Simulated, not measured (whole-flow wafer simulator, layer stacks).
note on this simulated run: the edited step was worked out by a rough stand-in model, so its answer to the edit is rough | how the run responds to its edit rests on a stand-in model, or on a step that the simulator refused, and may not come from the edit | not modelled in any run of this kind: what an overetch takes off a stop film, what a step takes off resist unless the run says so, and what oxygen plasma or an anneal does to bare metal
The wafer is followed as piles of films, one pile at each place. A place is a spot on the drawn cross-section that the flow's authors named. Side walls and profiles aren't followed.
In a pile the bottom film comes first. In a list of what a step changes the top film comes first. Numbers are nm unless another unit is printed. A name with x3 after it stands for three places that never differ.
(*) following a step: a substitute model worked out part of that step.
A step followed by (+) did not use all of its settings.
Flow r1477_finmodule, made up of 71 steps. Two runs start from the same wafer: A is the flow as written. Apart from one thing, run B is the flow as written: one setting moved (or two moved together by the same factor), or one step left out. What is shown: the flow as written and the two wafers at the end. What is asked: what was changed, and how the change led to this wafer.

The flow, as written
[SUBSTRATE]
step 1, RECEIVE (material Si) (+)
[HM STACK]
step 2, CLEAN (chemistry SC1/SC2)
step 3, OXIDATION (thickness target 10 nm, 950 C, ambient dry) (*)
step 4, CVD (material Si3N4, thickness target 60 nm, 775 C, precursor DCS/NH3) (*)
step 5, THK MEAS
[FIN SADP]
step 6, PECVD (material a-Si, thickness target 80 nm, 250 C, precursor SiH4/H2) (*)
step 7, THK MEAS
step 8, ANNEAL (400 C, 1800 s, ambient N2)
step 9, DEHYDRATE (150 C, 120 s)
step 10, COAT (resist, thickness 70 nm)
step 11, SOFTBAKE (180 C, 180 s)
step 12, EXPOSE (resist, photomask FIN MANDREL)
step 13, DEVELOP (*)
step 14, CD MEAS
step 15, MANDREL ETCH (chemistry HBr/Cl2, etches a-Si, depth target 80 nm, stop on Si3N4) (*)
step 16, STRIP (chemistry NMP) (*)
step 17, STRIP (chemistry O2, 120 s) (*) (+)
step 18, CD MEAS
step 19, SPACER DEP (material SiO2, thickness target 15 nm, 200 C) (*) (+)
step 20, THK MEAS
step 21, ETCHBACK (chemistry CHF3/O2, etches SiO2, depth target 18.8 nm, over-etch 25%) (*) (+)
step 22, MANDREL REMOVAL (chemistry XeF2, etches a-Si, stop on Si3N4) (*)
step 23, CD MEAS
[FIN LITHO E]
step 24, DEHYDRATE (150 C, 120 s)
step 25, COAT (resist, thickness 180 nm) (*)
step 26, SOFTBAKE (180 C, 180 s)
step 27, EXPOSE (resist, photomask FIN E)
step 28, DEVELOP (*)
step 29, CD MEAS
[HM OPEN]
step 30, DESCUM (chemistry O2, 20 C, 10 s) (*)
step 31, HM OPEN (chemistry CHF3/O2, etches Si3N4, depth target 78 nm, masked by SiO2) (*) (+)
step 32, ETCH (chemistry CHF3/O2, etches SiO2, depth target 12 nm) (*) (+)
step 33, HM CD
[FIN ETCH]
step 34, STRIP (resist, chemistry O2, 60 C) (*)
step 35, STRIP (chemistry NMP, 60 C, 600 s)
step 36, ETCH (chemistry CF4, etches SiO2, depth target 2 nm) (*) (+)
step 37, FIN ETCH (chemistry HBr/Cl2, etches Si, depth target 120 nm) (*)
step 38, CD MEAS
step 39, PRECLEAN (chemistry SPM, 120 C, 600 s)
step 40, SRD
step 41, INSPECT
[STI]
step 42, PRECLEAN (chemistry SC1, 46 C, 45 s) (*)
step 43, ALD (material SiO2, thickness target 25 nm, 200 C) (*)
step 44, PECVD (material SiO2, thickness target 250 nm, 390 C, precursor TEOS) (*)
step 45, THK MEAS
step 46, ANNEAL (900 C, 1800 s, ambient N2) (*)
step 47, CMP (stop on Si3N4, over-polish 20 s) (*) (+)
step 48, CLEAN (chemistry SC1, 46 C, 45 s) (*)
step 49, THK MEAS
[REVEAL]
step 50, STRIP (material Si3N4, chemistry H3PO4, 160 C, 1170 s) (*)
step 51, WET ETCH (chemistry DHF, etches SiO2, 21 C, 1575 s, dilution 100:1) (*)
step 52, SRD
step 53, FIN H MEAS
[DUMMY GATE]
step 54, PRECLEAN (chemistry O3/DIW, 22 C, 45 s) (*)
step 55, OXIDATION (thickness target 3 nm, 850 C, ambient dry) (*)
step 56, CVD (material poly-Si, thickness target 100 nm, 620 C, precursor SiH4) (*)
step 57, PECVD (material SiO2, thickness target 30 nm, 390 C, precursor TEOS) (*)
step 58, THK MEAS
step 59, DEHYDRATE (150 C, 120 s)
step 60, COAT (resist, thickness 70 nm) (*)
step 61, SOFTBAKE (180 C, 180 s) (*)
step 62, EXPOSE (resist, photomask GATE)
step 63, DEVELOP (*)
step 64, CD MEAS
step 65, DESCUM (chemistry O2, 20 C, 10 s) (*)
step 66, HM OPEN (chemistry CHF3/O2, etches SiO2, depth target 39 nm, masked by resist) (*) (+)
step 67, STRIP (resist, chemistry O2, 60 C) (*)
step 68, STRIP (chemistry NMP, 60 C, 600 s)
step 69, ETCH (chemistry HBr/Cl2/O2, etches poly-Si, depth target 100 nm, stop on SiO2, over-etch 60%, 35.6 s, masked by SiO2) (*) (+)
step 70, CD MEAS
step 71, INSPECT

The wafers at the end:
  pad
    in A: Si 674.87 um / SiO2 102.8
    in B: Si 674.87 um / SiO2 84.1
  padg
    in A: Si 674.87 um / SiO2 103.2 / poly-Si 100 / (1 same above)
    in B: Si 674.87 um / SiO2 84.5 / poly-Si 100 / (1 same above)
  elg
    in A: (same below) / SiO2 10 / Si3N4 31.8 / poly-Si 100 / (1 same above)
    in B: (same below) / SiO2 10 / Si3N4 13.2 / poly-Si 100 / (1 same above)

Cause: step 4, CVD: thickness target 41.4 nm was run, while the flow as written has thickness target 60 nm.

How this came from the change, step by step:
  step 4, CVD (material Si3N4, thickness target 60 nm, 775 C, precursor DCS/NH3) (*)
      pad, padg, elg and 33 more: A Si3N4 gains 60 (new film) | B Si3N4 gains 41.4 (new film)
  step 31, HM OPEN (chemistry CHF3/O2, etches Si3N4, depth target 78 nm, masked by SiO2) (*) (+)
      pad, padg, esg and 13 more: A Si3N4 loses 56.4 (all of it), SiO2 loses 10 (all of it) | B Si3N4 loses 37.8 (all of it), SiO2 loses 9.45
      elg, e40lg, e100lg, e200lg, elo, e40lo, e100lo, e200lo: A resist loses 78 | B resist loses 56.7
      (and at 12 other places as well)
  step 32, ETCH (chemistry CHF3/O2, etches SiO2, depth target 12 nm) (*) (+)
      pad, padg, e40sg and 11 more: A Si loses 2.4 | B SiO2 loses 0.55 (all of it), Si loses 2.29
      esg, eso: A Si loses 1.77 | B SiO2 loses 0.55 (all of it), Si loses 2.29
      (and at 6 other places as well)
  step 34, STRIP (resist, chemistry O2, 60 C) (*)
      elg, e40lg, e100lg, e200lg, elo, e40lo, e100lo, e200lo: A resist loses 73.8 (all of it) | B resist loses 95.1 (all of it)
  step 43, ALD (material SiO2, thickness target 25 nm, 200 C) (*)
      s40cg, s45cg, s50cg, s40co, s45co, s50co: A SiO2 gains 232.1 (new film) | B SiO2 gains 223.9 (new film)
      esg: A SiO2 gains 194.3 (new film) | B SiO2 gains 176.1 (new film)
  step 47, CMP (stop on Si3N4, over-polish 20 s) (*) (+)
      pad, padg, e40sg and 11 more: A SiO2 loses 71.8 | B SiO2 loses 90.5
      s40cg, s45cg, s50cg, s40co, s45co, s50co: A SiO2 loses 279 | B SiO2 loses 289.7
      (and at 7 other places as well)
  step 50, STRIP (material Si3N4, chemistry H3PO4, 160 C, 1170 s) (*)
      s40sg_line, s45sg_line, s50sg_line, s40so_line, s45so_line, s50so_line: A Si3N4 loses 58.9 (all of it), SiO2 loses 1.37 | B Si3N4 loses 40.3 (all of it), SiO2 loses 1.95
  step 51, WET ETCH (chemistry DHF, etches SiO2, 21 C, 1575 s, dilution 100:1) (*)
      s40sg_line, s45sg_line, s50sg_line, s40so_line, s45so_line, s50so_line: A SiO2 loses 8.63 (all of it) | B SiO2 loses 8.05 (all of it)
  step 56, CVD (material poly-Si, thickness target 100 nm, 620 C, precursor SiH4) (*)
      s40cg, s40co: A poly-Si gains 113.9 (new film) | B poly-Si gains 134.5 (new film)
      s45cg, s45co: A poly-Si gains 113.4 (new film) | B poly-Si gains 134.5 (new film)
      (and at 2 other places as well)
  step 60, COAT (resist, thickness 70 nm) (*)
      s40cg, s40co: A resist gains 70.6 (new film) | B resist gains 68.3 (new film)
      s40sg, s40so: A resist gains 91 (new film) | B resist gains 109.3 (new film)
      (and at 8 other places as well)
  step 63, DEVELOP (*)
      s40co: A resist loses 70.6 (all of it) | B resist loses 68.3 (all of it)
      s40so: A resist loses 91 (all of it) | B resist loses 109.3 (all of it)
      (and at 4 other places as well)
  step 67, STRIP (resist, chemistry O2, 60 C) (*)
      s40cg: A resist loses 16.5 (all of it) | B resist loses 14.2 (all of it)
      s40sg: A resist loses 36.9 (all of it) | B resist loses 55.2 (all of it)
      (and at 4 other places as well)
  step 69, ETCH (chemistry HBr/Cl2/O2, etches poly-Si, depth target 100 nm, stop on SiO2, over-etch 60%, 35.6 s, masked by SiO2) (*) (+)
      s40co: A chemical SiO2 loses 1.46 (all of it), poly-Si loses 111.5 (all of it), SiO2 loses 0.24 | B chemical SiO2 loses 1.46 (all of it), poly-Si loses 132.1 (all of it), SiO2 loses 0.14
      s45co: A chemical SiO2 loses 1.46 (all of it), poly-Si loses 110.9 (all of it), SiO2 loses 0.25 | B chemical SiO2 loses 1.46 (all of it), poly-Si loses 132.1 (all of it), SiO2 loses 0.14
      (and at 1 other place as well)
